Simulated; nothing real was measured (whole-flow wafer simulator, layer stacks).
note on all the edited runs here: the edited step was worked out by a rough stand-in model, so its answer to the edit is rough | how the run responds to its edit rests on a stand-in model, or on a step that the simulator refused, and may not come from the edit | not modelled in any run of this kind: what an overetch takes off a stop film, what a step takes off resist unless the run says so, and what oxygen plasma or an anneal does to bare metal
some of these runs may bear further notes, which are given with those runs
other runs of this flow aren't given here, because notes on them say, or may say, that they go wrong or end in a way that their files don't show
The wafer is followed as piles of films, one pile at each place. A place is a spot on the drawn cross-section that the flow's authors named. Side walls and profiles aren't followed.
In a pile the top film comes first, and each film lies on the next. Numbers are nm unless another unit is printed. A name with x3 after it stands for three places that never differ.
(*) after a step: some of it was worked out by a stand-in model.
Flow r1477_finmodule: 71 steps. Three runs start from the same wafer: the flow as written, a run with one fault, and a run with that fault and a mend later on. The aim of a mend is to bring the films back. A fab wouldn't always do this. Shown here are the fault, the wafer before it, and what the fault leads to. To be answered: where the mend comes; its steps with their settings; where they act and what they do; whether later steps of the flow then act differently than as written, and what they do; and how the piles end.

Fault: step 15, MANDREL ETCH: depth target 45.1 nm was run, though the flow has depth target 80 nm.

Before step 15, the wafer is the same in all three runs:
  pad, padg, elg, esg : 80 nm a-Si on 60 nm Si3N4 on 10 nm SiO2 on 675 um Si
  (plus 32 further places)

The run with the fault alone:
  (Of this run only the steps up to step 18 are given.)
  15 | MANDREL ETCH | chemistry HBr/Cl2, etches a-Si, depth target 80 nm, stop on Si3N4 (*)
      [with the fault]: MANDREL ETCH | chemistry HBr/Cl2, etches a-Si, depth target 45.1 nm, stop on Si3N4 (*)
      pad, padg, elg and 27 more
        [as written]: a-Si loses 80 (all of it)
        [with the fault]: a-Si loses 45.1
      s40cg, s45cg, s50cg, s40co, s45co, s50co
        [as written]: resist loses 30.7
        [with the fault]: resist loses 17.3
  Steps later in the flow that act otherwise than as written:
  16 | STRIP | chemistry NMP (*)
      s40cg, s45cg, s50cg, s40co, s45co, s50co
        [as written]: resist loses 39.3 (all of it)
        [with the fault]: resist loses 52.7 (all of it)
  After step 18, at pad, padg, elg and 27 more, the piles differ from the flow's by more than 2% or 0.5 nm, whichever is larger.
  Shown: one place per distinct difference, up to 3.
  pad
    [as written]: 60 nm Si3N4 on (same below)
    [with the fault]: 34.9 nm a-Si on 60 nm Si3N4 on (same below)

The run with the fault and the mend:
  The mend follows step 16.
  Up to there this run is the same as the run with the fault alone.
  16a | DEHYDRATE | 150 C, 120 s (the flow's step 9, run once more)
      leaves every film unchanged at each place that is followed
  16b | COAT | resist, thickness 70 nm (*) (the flow's step 10, run once more)
      pad, padg, elg and 15 more
        resist gains 70 (new film)
      s40cg, s40co
        resist gains 40.3 (new film)
      s40sg, s40so
        resist gains 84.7 (new film)
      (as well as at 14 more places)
  16c | SOFTBAKE | 180 C, 180 s (*) (the flow's step 11, run once more)
      leaves every film unchanged at each place that is followed
  16d | EXPOSE | resist, photomask FIN MANDREL (the flow's step 12, run once more)
      leaves every film unchanged at each place that is followed
  16e | DEVELOP (*) (the flow's step 13, run once more)
      pad, padg, elg and 15 more
        resist loses 70 (all of it)
      s40sg, s40so
        resist loses 84.7 (all of it)
      s40sg_line, s40so_line
        resist loses 85.1 (all of it)
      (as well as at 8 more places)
  16f | MANDREL ETCH | chemistry HBr/Cl2, etches a-Si, depth target 34.9 nm, stop on Si3N4 (*) (the flow's step 15, run once more with other settings)
      pad, padg, elg and 27 more
        a-Si loses 34.9 (all of it)
      s40cg, s45cg, s50cg, s40co, s45co, s50co
        resist loses 13.4
  16g | STRIP | chemistry NMP (*) (the flow's step 16, run once more)
      s40cg, s40co
        resist loses 26.9 (all of it)
      s45cg, s45co
        resist loses 28.8 (all of it)
      s50cg, s50co
        resist loses 30.7 (all of it)
  None of the later steps of the flow acts differently than as written at any place that is followed.
  By the end, the piles equal the flow's at every place that both follow.
